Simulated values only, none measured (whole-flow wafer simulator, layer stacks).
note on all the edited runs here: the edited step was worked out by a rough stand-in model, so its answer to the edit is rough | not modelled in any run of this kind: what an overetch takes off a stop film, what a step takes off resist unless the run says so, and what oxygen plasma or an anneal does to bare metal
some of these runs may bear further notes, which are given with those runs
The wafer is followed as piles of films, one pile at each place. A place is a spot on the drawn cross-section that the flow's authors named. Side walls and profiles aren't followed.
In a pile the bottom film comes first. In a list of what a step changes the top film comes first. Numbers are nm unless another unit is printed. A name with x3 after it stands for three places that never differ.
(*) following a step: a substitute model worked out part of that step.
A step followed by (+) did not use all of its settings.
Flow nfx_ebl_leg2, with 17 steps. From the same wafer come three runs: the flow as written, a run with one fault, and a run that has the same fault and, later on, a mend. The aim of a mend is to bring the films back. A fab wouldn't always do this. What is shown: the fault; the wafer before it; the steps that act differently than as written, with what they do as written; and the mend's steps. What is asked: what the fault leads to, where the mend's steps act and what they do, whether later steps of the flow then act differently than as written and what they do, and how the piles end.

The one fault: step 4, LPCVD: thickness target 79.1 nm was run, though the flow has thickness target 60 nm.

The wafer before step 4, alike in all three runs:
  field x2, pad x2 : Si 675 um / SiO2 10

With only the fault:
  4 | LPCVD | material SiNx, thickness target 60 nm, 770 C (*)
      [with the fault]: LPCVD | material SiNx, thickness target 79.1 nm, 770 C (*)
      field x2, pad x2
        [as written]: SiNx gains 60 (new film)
        [with the fault]: SiNx gains 79.1 (new film)
  Steps later in the flow that act otherwise than as written:
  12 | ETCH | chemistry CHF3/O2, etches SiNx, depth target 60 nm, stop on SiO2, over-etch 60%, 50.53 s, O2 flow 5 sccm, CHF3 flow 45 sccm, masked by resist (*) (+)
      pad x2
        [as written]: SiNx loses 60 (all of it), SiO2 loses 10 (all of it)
        [with the fault]: SiNx loses 79.1 (all of it), SiO2 loses 8.45
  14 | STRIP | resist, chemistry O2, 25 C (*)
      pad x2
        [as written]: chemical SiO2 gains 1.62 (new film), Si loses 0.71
        [with the fault]: nothing
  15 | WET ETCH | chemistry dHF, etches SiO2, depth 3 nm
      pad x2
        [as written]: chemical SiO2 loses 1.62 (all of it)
        [with the fault]: SiO2 loses 1.55 (all of it)
  At field x2, the piles at the end differ from the flow's by more than 2% or 0.5 nm, whichever is larger.
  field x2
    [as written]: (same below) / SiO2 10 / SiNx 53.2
    [with the fault]: (same below) / SiO2 10 / SiNx 72.3

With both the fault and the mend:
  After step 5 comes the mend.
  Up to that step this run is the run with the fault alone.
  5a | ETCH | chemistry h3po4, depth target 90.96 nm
      field x2, pad x2
        SiNx loses 79.1 (all of it)
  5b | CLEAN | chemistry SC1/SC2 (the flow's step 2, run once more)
      leaves every film unchanged at each place that is followed
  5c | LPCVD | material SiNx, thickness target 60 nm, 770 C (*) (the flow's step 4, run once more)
      field x2, pad x2
        SiNx gains 60 (new film)
  Every later step of the flow that is run acts as written at every place that is followed.
  At every place that both follow, the piles at the end match the flow's.
